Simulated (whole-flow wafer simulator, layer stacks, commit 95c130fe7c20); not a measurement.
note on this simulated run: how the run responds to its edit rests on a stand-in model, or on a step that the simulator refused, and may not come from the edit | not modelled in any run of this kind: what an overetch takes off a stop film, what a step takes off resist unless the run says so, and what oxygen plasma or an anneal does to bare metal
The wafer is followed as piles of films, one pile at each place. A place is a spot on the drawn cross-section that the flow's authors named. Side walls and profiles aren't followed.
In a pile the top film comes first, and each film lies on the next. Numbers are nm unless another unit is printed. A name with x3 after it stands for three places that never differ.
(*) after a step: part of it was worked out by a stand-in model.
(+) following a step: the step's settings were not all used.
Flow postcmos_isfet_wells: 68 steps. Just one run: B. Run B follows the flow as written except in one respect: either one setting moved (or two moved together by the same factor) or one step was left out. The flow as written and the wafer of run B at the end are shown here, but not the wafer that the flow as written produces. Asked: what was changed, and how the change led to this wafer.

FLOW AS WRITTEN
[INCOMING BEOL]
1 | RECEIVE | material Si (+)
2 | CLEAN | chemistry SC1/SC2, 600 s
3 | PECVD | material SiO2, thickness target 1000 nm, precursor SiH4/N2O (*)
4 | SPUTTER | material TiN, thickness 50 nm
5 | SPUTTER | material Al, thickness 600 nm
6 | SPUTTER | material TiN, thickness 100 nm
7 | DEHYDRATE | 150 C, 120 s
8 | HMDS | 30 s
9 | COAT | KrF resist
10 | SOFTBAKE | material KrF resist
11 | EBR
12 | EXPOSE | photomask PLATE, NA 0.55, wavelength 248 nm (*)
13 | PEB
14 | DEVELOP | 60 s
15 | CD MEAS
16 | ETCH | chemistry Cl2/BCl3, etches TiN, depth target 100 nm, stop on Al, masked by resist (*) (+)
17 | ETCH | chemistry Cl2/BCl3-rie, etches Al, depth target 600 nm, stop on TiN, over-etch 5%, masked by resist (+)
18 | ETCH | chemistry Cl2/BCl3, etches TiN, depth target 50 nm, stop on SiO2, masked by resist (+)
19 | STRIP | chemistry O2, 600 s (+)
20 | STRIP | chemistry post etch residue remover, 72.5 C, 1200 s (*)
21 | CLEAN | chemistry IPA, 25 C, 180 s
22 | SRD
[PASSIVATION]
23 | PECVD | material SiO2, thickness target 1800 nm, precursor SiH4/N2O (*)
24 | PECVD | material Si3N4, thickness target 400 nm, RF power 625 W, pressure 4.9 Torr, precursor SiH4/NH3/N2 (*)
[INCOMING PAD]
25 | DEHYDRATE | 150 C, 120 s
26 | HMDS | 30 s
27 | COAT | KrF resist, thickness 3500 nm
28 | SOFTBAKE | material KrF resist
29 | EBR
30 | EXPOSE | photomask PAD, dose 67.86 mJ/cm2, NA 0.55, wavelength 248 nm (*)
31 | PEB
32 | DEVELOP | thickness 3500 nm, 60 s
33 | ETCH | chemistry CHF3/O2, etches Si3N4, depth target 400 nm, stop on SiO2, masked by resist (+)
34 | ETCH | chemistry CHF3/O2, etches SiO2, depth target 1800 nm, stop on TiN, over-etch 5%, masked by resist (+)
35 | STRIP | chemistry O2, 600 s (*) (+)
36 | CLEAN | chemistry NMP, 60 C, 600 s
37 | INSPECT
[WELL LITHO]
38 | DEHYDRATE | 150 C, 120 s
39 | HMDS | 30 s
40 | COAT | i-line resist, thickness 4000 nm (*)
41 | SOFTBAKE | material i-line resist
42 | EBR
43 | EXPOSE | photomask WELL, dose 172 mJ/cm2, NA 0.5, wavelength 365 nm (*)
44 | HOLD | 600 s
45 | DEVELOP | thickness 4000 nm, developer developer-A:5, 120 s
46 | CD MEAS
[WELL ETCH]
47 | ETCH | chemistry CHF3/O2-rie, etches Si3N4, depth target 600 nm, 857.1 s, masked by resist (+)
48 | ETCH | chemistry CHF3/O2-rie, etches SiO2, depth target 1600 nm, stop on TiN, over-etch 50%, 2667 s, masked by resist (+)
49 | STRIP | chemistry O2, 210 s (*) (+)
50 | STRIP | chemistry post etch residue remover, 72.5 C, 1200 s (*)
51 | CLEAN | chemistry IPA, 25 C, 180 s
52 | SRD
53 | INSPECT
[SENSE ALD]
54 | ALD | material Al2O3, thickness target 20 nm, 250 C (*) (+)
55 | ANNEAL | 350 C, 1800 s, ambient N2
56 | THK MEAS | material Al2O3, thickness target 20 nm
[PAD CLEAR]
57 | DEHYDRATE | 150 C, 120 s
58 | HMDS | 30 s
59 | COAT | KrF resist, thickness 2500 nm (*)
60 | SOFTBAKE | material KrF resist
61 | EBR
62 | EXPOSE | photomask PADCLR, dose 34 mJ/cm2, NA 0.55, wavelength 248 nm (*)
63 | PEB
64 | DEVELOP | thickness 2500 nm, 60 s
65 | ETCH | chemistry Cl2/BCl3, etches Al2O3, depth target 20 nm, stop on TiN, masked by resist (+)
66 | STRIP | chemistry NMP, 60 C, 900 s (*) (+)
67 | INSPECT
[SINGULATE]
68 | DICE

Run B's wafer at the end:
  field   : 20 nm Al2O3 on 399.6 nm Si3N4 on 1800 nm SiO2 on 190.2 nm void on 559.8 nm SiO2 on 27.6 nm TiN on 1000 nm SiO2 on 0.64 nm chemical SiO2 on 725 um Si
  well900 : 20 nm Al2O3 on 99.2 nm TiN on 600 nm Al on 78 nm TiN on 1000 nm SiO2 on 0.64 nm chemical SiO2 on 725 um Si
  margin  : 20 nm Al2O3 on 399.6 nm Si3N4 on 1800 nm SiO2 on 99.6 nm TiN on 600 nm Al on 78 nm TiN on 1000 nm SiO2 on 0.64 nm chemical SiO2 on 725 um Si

Cause: step 4, SPUTTER: thickness 78 nm was run, while the flow as written has thickness 50 nm.
The wafer lets one read it off: well900 has TiN 78, and step 4 as written asks for 50 nm.

How this came from the change, step by step:
  4 | SPUTTER | material TiN, thickness 50 nm
      field, margin, well900, well1300 x3, pad_rim, pad_clr, pad_open: TiN gains 78 (new film) (it would be, as written: TiN gains 50 (new film))
  18 | ETCH | chemistry Cl2/BCl3, etches TiN, depth target 50 nm, stop on SiO2, masked by resist (+)
      field: TiN loses 50 (it would be, as written: TiN loses 50 (all of it))
  23 | PECVD | material SiO2, thickness target 1800 nm, precursor SiH4/N2O (*)
      field: SiO2 gains 1800 (new film), void gains 190.2 (new film), SiO2 gains 559.8 (new film) (it would be, as written: SiO2 gains 1800 (new film), void gains 189.9 (new film), SiO2 gains 559.7)
If metal films that touch count as one body, field has 1 body; the flow as written gives 0 bodies.
